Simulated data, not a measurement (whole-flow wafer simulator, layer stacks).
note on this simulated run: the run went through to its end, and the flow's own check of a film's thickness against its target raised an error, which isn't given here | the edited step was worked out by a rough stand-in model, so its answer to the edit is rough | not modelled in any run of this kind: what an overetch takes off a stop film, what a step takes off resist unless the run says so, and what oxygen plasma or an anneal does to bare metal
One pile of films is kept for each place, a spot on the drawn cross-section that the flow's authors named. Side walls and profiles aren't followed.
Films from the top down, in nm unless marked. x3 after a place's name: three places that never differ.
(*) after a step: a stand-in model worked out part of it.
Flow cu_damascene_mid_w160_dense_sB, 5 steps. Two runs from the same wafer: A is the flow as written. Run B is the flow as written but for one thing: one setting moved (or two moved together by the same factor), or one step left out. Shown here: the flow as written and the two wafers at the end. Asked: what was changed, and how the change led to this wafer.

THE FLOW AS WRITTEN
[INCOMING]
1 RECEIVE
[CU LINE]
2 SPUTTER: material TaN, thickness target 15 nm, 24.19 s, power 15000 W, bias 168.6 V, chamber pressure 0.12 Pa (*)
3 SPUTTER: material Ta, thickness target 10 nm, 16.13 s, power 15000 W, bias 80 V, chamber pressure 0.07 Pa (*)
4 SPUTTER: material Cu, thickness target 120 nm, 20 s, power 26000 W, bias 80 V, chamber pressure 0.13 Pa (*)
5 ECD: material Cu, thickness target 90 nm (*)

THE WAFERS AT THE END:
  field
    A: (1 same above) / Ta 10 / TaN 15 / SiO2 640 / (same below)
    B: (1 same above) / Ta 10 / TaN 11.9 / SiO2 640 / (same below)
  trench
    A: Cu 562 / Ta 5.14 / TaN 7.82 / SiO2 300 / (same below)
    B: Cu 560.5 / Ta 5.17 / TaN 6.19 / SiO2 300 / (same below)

The cause: step 2, SPUTTER: power 11880 W was run, where the flow has power 15000 W.

How the change led to this, step by step:
  2 SPUTTER: material TaN, thickness target 15 nm, 24.19 s, power 15000 W, bias 168.6 V, chamber pressure 0.12 Pa (*)
      field: A TaN +15 (new film) | B TaN +11.9 (new film)
      trench: A TaN +7.82 (new film) | B TaN +6.19 (new film)
